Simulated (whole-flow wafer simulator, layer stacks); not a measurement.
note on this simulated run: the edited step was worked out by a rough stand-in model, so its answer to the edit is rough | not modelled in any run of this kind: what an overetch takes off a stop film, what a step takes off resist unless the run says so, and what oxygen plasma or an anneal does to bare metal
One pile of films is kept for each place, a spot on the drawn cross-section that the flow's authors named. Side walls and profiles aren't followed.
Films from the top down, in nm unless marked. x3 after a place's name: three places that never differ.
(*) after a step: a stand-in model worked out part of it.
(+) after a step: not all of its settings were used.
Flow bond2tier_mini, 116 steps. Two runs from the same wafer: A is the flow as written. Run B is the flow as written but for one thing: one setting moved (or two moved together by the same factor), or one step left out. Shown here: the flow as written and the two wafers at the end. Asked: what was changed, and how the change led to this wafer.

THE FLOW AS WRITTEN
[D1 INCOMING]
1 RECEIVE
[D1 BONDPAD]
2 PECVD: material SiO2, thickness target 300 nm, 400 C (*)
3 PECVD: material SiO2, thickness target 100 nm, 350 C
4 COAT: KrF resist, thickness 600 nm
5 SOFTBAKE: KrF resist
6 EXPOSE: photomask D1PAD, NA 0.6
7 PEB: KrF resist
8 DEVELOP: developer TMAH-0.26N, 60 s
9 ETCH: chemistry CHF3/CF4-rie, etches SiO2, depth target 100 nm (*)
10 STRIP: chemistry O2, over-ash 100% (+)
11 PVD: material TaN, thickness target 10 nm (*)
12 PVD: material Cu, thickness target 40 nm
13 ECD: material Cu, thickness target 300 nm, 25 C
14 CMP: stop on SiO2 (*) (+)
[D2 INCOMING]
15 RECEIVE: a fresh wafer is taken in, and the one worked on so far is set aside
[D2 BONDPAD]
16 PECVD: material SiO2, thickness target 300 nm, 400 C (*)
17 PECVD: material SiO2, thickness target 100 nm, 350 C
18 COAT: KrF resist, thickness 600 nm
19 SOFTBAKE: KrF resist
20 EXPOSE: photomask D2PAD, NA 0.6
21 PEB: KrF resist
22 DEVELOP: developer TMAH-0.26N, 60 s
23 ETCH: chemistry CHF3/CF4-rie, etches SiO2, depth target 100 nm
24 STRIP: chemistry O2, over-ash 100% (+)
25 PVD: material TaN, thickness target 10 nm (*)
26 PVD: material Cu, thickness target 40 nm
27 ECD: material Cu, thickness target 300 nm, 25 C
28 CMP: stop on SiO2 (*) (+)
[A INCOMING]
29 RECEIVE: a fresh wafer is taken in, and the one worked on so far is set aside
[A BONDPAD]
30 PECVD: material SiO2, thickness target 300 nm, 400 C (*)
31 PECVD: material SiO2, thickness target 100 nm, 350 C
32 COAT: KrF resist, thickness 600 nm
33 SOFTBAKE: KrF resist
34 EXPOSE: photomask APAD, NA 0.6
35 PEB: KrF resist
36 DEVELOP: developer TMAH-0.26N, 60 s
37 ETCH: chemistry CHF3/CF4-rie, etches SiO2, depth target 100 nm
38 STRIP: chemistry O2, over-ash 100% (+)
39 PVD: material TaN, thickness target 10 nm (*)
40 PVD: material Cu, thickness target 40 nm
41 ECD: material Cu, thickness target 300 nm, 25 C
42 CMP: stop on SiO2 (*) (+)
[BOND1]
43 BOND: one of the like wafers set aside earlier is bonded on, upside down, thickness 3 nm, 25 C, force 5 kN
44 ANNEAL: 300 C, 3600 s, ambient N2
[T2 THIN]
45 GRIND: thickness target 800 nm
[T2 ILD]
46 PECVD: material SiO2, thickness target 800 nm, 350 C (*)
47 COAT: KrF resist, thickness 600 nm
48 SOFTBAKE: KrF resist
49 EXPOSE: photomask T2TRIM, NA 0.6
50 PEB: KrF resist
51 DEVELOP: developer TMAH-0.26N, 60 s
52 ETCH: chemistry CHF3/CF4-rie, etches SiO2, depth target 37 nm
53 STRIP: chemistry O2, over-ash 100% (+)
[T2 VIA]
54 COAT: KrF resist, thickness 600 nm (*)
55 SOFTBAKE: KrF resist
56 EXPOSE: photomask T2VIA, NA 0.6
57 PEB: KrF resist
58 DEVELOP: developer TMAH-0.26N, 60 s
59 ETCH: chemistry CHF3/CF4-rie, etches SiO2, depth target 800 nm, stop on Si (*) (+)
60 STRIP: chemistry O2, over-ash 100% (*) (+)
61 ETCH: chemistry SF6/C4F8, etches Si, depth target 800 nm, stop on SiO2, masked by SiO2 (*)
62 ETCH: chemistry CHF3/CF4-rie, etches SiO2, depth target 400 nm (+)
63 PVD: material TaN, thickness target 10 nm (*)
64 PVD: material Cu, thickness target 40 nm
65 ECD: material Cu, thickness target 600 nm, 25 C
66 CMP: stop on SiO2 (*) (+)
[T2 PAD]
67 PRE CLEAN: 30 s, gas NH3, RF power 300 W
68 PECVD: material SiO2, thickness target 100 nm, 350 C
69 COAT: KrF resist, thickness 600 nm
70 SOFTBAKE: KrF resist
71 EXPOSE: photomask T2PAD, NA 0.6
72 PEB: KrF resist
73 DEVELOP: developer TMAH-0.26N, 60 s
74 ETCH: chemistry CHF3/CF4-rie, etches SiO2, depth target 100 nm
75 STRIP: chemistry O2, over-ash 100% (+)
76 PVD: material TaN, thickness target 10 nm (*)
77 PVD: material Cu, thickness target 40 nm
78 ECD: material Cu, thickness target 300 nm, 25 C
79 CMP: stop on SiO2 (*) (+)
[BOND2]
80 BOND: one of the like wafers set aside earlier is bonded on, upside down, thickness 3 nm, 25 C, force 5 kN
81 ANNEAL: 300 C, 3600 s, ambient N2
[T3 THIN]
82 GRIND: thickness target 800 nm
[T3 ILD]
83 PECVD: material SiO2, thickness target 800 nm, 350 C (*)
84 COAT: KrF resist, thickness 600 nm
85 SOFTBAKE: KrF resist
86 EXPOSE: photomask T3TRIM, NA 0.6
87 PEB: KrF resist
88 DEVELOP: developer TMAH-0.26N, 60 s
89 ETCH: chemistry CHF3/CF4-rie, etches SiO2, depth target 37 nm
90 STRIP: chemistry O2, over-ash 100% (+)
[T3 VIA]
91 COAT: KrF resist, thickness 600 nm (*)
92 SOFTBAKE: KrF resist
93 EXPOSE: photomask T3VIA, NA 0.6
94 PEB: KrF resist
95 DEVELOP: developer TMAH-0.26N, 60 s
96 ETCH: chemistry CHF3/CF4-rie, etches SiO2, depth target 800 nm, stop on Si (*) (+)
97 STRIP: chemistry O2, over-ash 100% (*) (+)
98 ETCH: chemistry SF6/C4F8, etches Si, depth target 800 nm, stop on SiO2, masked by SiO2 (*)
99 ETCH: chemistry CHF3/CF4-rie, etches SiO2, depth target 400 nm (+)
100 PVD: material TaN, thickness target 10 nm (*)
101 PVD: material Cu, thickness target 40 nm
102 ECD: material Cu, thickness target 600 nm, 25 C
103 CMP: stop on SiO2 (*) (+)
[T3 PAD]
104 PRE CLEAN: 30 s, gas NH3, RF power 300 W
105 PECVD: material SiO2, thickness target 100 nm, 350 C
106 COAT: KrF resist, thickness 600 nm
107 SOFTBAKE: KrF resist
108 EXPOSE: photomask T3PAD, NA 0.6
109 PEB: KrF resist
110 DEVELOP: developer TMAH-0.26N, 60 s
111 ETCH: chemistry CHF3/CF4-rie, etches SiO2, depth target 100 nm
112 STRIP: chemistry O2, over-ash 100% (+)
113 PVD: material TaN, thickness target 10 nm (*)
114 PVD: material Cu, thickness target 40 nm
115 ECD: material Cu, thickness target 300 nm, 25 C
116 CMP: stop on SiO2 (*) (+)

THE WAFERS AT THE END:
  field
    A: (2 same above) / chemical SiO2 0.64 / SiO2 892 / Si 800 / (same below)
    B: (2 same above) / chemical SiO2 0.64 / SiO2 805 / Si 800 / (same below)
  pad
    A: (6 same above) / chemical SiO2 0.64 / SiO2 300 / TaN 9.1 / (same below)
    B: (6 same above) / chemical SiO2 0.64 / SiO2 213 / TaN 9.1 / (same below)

The cause: step 16, PECVD: thickness target 213 nm was run, where the flow has thickness target 300 nm.
It can be read off the wafer: pad has SiO2 213, and step 16 as written asks for 300 nm.

How the change led to this, step by step:
  16 PECVD: material SiO2, thickness target 300 nm, 400 C (*)
      field, pad, via: A SiO2 +300 (new film) | B SiO2 +213 (new film)
  80 BOND: one of the like wafers set aside earlier is bonded on, upside down, thickness 3 nm, 25 C, force 5 kN
      field: A Si +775 um (new film), chemical SiO2 +0.64 (new film), SiO2 +400 | B Si +775 um (new film), chemical SiO2 +0.64 (new film), SiO2 +313
      pad: A Si +775 um (new film), chemical SiO2 +0.64 (new film), SiO2 +300 (new film), TaN +9.1 (new film), Cu +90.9 | B Si +775 um (new film), chemical SiO2 +0.64 (new film), SiO2 +213 (new film), TaN +9.1 (new film), Cu +90.9
